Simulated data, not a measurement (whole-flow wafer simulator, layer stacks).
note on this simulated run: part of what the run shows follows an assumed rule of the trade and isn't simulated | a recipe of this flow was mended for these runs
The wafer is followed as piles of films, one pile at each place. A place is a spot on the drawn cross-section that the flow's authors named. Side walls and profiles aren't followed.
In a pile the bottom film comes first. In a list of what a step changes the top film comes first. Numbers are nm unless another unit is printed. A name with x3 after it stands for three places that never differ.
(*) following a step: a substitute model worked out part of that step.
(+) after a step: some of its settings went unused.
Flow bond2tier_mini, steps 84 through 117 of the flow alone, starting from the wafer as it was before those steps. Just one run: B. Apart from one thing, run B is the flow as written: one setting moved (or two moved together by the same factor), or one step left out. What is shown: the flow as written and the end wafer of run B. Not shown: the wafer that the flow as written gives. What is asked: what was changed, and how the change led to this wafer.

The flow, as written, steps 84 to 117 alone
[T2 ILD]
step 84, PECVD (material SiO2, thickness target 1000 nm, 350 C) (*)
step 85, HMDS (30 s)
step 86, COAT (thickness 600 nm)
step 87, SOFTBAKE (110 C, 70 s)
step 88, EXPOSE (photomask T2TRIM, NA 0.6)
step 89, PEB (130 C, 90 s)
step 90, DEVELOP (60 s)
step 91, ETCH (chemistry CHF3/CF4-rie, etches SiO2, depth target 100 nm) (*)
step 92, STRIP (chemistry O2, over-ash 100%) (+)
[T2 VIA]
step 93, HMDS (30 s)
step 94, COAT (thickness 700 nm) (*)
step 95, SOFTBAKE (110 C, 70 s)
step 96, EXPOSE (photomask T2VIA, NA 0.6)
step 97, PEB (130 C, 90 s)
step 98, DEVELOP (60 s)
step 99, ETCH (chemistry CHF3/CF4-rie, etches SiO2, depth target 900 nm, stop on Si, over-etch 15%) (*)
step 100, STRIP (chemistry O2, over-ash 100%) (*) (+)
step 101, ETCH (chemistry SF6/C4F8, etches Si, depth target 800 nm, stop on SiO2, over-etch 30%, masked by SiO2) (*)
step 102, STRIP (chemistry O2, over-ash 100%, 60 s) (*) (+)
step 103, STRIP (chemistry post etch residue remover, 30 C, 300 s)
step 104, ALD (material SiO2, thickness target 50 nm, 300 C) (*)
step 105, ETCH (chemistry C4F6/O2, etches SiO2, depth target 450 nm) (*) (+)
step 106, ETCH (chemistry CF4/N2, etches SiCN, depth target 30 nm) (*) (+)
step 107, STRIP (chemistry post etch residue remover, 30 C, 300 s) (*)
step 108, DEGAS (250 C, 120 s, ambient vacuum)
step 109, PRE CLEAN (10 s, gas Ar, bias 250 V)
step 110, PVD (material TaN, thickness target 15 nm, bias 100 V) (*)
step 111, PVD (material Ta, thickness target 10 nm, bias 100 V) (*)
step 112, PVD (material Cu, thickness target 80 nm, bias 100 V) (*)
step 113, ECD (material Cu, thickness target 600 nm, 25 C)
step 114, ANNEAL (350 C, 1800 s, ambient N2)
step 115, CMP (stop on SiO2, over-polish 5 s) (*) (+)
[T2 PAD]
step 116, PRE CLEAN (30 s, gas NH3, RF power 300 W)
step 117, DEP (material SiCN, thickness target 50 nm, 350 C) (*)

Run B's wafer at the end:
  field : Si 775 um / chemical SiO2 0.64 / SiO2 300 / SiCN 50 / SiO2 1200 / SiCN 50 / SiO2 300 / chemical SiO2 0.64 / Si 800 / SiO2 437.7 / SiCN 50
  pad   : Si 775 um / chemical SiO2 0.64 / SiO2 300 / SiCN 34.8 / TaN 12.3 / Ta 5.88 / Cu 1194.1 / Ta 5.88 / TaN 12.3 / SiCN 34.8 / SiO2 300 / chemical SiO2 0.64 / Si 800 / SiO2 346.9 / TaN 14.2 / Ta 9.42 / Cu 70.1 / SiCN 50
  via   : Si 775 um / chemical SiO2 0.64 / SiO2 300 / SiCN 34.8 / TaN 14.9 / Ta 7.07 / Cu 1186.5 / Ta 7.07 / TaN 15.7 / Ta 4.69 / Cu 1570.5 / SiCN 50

The reason: step 84, PECVD: thickness target 880 nm was run, though the flow has thickness target 1000 nm.

How this came from the change, step by step:
  step 84, PECVD (material SiO2, thickness target 1000 nm, 350 C) (*)
      field, pad, via: +880 SiO2 (new film) (as written it would have been: +1000 SiO2 (new film))
  step 99, ETCH (chemistry CHF3/CF4-rie, etches SiO2, depth target 900 nm, stop on Si, over-etch 15%) (*)
      field, pad: -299 thick-KrF-resist (as written it would have been: -345 thick-KrF-resist)
      via: -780 SiO2 (all of it), -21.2 Si (as written it would have been: -900 SiO2 (all of it), -11.2 Si)
  step 100, STRIP (chemistry O2, over-ash 100%) (*) (+)
      field: -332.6 thick-KrF-resist (all of it) (as written it would have been: -286.6 thick-KrF-resist (all of it))
      pad: -418.9 thick-KrF-resist (all of it) (as written it would have been: -372.9 thick-KrF-resist (all of it))
  step 112, PVD (material Cu, thickness target 80 nm, bias 100 V) (*)
      via: +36 Cu (new film) (as written it would have been: +35 Cu (new film))
  step 113, ECD (material Cu, thickness target 600 nm, 25 C)
      via: +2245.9 Cu (as written it would have been: +2367 Cu)
